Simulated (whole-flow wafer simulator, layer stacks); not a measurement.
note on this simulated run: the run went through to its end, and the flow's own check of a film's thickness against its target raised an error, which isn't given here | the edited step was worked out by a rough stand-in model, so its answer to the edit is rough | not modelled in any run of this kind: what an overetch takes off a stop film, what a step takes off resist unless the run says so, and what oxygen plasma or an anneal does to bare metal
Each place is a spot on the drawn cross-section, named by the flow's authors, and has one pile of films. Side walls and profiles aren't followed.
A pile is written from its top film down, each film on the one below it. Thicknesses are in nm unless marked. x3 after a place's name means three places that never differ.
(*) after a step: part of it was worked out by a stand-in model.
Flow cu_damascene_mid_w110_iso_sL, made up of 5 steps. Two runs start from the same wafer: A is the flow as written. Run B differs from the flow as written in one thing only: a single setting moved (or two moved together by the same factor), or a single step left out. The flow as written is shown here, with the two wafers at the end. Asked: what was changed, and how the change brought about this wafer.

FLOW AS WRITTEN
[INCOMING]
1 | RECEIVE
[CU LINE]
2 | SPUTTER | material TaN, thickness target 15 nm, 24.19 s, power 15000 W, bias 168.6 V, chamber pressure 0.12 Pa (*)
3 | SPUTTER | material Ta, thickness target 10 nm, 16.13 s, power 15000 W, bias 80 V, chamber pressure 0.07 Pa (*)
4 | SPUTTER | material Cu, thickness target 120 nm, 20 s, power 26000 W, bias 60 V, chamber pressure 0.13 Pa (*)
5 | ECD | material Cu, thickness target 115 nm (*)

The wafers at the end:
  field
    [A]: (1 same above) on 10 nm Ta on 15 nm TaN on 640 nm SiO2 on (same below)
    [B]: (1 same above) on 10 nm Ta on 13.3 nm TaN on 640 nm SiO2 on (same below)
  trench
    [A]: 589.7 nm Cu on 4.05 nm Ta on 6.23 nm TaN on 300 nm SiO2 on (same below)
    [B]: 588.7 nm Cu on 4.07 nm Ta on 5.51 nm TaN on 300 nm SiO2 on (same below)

Cause: step 2, SPUTTER: power 13260 W was run, whereas the flow has power 15000 W.

Step by step, how the change led to this:
  2 | SPUTTER | material TaN, thickness target 15 nm, 24.19 s, power 15000 W, bias 168.6 V, chamber pressure 0.12 Pa (*)
      field: A +15 TaN (new film) | B +13.3 TaN (new film)
      trench: A +6.23 TaN (new film) | B +5.51 TaN (new film)
